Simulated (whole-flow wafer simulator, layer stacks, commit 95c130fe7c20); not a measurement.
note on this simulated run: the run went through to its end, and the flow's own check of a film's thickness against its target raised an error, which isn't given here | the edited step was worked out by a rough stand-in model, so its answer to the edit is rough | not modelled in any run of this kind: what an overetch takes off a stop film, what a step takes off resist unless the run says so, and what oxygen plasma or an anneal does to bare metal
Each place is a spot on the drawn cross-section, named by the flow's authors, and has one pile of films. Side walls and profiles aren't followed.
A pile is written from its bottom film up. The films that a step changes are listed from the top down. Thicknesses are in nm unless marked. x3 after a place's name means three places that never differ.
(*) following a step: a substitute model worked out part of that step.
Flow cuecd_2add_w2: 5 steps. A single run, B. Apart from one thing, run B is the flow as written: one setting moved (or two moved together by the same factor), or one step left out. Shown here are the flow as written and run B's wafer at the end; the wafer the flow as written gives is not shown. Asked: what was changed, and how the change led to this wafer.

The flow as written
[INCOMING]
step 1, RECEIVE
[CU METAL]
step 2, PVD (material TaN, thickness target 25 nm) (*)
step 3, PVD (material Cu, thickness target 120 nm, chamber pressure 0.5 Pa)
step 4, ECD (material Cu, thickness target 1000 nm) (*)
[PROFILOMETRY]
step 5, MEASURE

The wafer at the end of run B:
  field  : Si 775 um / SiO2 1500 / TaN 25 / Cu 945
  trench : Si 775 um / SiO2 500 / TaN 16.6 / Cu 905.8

The reason: step 4, ECD: thickness target 825 nm was run, while the flow as written has thickness target 1000 nm.

How this came from the change, step by step:
  step 4, ECD (material Cu, thickness target 1000 nm) (*)
      field: Cu gains 825 (it would be, as written: Cu gains 1000)
      trench: Cu gains 825 (it would be, as written: Cu gains 2047.6)
